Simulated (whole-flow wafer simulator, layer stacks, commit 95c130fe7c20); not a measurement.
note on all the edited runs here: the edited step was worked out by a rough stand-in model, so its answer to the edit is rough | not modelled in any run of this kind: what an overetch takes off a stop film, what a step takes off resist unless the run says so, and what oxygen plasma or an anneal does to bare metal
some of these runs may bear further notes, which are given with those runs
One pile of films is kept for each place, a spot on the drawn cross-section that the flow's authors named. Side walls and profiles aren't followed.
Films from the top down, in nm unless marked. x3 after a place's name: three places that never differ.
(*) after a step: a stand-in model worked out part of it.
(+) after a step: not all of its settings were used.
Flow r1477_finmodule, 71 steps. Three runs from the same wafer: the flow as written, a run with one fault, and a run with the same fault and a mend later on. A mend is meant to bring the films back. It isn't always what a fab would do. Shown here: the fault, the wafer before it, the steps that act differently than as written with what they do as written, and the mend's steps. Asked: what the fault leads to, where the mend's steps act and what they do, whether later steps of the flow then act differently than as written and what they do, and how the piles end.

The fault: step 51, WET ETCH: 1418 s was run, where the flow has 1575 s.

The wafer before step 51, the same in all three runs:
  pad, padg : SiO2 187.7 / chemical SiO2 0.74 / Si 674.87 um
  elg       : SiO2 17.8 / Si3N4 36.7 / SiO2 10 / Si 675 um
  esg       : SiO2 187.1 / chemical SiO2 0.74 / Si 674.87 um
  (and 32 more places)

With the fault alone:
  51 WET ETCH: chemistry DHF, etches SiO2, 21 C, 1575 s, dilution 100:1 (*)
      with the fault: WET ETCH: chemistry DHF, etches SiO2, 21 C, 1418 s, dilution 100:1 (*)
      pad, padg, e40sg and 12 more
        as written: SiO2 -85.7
        with the fault: SiO2 -77.1
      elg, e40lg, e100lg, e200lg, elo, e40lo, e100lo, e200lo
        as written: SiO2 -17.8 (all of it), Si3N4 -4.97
        with the fault: SiO2 -17.8 (all of it), Si3N4 -4.33
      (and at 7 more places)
  Later steps of the flow that act differently than as written (1 more step differs only slightly, by at most 2% or 0.5 nm, whichever is larger, and isn't shown):
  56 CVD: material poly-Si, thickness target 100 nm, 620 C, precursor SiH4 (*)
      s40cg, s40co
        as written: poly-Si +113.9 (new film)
        with the fault: poly-Si +106 (new film)
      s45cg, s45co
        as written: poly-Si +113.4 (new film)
        with the fault: poly-Si +105.5 (new film)
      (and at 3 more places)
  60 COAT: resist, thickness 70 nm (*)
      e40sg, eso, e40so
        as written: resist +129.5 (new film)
        with the fault: resist +122 (new film)
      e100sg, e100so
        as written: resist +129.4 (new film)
        with the fault: resist +121.9 (new film)
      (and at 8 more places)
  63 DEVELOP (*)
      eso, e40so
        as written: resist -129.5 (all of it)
        with the fault: resist -122 (all of it)
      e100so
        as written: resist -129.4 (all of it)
        with the fault: resist -121.9 (all of it)
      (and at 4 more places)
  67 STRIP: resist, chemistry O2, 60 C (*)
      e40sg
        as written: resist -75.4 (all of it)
        with the fault: resist -67.9 (all of it)
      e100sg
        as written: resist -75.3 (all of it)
        with the fault: resist -67.8 (all of it)
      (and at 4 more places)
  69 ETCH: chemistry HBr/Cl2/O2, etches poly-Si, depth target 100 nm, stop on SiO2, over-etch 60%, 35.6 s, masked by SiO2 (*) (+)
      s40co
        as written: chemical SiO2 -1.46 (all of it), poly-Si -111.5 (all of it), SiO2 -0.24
        with the fault: chemical SiO2 -1.42 (all of it), poly-Si -103.6 (all of it), SiO2 -0.28
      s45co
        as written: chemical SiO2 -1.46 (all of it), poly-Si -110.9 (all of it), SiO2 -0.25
        with the fault: chemical SiO2 -1.42 (all of it), poly-Si -103.1 (all of it), SiO2 -0.28
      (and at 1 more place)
  At the end the piles differ from the flow's by more than 2% or 0.5 nm, whichever is larger, at pad, padg, esg and 19 more.
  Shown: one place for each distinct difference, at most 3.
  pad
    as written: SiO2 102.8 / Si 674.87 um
    with the fault: SiO2 111.3 / Si 674.87 um
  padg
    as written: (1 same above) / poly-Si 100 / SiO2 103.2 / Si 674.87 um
    with the fault: (1 same above) / poly-Si 100 / SiO2 111.8 / Si 674.87 um
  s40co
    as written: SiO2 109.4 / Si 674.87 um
    with the fault: SiO2 117.2 / Si 674.87 um

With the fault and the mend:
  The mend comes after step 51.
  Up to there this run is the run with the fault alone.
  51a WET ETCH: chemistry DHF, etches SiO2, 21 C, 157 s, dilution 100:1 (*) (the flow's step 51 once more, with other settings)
      pad, padg, e40sg and 12 more
        SiO2 -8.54
      elg, e40lg, e100lg, e200lg, elo, e40lo, e100lo, e200lo
        Si3N4 -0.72
      esg, s40cg, s45cg, s50cg, s40co, s45co, s50co
        SiO2 -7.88
  No later step of the flow acts differently than as written, at any place that is followed, by more than 2% or 0.5 nm, whichever is larger.
  At the end the piles differ from the flow's only slightly at the places that both follow, by at most 2% or 0.5 nm, whichever is larger.
